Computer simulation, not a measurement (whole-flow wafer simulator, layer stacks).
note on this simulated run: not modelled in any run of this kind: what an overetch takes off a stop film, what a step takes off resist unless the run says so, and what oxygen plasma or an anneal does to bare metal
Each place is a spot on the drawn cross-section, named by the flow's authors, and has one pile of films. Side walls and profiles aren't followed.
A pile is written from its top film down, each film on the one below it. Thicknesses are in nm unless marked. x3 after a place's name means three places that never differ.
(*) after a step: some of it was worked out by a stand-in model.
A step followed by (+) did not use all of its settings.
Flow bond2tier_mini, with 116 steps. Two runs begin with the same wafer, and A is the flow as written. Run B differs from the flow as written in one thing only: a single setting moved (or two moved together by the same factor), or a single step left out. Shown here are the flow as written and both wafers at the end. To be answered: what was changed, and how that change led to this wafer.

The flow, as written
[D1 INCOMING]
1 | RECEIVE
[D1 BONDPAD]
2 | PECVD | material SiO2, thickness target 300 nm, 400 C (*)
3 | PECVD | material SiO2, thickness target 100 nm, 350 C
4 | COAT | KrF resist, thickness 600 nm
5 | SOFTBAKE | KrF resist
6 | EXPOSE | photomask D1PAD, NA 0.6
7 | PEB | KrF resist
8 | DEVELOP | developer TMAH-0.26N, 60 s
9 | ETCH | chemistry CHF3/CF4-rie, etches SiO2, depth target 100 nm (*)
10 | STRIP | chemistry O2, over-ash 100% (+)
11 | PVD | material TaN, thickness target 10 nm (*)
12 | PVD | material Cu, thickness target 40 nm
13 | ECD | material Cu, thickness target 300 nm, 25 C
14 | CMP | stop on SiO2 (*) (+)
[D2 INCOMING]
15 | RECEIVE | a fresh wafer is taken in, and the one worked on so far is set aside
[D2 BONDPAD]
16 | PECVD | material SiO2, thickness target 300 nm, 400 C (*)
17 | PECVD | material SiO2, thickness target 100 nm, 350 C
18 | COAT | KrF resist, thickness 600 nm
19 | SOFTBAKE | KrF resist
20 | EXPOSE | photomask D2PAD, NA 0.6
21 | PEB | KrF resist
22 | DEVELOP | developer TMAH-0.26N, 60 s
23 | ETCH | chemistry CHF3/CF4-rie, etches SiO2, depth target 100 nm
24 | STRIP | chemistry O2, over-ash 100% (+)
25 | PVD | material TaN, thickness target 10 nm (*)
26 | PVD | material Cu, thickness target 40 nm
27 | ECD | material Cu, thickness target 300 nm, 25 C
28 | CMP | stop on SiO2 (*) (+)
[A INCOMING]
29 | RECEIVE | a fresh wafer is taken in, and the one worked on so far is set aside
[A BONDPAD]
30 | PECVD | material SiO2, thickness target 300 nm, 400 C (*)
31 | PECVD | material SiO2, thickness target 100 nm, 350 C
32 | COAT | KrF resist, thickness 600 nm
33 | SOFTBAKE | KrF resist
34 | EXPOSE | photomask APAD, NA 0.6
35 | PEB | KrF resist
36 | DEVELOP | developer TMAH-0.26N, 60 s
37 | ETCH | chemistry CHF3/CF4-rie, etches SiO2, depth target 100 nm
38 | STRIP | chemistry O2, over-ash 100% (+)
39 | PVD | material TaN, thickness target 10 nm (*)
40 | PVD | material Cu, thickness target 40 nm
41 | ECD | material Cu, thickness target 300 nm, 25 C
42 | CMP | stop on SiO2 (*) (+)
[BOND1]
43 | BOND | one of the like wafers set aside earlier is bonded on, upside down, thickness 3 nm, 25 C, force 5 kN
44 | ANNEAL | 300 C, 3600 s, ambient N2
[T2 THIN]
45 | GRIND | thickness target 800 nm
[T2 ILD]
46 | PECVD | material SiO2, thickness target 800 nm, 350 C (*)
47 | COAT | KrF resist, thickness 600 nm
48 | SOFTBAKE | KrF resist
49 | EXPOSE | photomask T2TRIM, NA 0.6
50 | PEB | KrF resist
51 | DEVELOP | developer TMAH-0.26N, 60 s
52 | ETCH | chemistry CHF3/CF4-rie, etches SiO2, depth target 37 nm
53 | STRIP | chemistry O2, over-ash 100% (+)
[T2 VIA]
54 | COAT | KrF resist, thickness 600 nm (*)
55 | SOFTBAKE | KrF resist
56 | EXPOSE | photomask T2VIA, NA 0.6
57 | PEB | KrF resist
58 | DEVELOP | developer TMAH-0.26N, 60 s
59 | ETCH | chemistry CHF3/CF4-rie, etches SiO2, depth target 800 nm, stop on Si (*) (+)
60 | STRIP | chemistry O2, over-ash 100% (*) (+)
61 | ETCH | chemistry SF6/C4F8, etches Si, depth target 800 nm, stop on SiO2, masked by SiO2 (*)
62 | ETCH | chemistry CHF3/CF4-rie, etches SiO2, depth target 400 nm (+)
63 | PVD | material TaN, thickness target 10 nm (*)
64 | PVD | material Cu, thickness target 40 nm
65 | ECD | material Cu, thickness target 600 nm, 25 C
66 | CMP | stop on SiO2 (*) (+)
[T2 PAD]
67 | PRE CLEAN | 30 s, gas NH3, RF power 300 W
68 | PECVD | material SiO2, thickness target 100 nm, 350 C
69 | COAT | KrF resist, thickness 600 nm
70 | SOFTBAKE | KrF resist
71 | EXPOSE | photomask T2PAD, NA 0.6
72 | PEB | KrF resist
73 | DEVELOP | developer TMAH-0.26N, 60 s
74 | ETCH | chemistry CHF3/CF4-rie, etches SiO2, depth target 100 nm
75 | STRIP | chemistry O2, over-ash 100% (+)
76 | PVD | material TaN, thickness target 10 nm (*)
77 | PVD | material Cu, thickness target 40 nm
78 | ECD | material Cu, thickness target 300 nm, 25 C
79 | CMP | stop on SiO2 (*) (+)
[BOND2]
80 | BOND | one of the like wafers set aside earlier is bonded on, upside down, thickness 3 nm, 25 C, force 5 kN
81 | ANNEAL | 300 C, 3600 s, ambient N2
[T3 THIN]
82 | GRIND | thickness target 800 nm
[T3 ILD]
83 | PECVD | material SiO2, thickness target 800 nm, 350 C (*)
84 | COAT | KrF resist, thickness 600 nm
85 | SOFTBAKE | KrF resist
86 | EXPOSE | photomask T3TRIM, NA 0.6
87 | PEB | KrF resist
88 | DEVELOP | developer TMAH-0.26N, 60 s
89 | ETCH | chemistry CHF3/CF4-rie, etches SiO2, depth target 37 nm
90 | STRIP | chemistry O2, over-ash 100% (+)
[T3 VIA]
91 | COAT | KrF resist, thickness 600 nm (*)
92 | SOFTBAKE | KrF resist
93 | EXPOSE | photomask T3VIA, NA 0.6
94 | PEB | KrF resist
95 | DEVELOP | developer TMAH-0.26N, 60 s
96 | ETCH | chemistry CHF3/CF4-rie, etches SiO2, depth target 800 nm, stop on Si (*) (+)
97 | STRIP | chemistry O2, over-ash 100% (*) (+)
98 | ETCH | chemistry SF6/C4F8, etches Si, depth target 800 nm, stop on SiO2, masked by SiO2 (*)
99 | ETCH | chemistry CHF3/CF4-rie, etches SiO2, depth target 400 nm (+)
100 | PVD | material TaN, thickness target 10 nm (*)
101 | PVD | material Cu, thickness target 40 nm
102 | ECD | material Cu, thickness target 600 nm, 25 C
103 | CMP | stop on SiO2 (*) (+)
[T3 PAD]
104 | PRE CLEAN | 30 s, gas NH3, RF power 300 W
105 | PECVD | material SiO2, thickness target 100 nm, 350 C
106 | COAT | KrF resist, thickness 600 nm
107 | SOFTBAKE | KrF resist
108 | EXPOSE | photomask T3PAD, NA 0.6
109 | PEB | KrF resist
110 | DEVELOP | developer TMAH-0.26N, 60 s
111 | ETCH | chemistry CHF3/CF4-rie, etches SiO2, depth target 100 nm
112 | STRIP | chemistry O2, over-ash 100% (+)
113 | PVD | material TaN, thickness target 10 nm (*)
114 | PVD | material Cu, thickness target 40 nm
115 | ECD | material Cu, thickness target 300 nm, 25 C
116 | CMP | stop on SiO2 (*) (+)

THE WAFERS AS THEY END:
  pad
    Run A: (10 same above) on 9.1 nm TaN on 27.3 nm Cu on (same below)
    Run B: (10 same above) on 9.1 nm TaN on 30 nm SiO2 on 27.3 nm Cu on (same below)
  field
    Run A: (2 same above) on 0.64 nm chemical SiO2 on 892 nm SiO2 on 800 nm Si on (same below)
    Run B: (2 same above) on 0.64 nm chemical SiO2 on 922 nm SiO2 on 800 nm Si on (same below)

What caused this: step 68, PECVD: thickness target 130 nm was run, though the flow has thickness target 100 nm.

The path from the change to this, step by step:
  68 | PECVD | material SiO2, thickness target 100 nm, 350 C
      field: A SiO2 gains 100 | B SiO2 gains 130
      pad: A SiO2 gains 100 (new film) | B SiO2 gains 130 (new film)
  74 | ETCH | chemistry CHF3/CF4-rie, etches SiO2, depth target 100 nm
      pad: A SiO2 loses 100 (all of it) | B SiO2 loses 100
Taking metal films that touch as one body, pad has 4 bodies (between them, from the top down: SiO2 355 / Si 800 / chemical SiO2 0.64 / SiO2 300; SiO2 30; SiO2 355 / Si 800 / chemical SiO2 0.64 / SiO2 300); the flow as written gives 3 bodies (between them, from the top down: SiO2 355 / Si 800 / chemical SiO2 0.64 / SiO2 300; SiO2 355 / Si 800 / chemical SiO2 0.64 / SiO2 300).
